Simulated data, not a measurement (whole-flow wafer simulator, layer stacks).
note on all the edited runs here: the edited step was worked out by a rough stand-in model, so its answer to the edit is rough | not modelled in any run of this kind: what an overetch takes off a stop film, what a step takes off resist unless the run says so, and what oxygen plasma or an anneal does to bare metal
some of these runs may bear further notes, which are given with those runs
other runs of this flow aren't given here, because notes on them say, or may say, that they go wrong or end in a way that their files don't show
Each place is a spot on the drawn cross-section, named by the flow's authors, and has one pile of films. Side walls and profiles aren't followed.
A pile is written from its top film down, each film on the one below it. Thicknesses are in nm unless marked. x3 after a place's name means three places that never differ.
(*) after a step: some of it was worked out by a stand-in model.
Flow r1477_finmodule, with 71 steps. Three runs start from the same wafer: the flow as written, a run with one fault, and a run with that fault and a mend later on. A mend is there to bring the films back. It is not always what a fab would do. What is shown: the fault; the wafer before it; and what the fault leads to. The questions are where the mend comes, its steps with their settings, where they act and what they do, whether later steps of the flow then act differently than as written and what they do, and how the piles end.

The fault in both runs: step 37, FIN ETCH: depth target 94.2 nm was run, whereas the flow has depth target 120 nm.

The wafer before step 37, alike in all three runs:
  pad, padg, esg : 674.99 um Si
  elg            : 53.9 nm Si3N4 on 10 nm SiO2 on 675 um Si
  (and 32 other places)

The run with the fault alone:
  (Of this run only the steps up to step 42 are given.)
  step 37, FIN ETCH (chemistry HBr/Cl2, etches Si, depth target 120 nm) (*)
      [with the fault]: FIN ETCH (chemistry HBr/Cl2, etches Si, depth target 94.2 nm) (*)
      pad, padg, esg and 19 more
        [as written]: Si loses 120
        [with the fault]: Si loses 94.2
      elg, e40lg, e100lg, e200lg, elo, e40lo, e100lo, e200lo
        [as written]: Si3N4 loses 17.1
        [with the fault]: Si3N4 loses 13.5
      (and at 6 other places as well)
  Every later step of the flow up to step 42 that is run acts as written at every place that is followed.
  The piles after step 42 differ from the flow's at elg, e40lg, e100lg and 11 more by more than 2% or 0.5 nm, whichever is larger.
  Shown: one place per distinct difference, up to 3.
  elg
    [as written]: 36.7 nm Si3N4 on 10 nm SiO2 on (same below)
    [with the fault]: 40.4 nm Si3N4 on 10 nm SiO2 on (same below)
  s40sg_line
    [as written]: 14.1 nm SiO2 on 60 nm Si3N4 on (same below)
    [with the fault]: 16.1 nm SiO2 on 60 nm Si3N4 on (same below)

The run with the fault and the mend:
  After step 38 comes the mend.
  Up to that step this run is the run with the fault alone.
  step 38a, FIN ETCH (chemistry HBr/Cl2, etches Si, depth target 25.8 nm) (*) (the flow's step 37, run once more with other settings)
      pad, padg, esg and 19 more
        Si loses 25.8
      elg, e40lg, e100lg, e200lg, elo, e40lo, e100lo, e200lo
        Si3N4 loses 3.69
      s40sg_line, s45sg_line, s50sg_line, s40so_line, s45so_line, s50so_line
        SiO2 loses 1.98
  Every later step of the flow that is run acts as written at every place that is followed.
  By the end, the piles equal the flow's at every place that both follow.
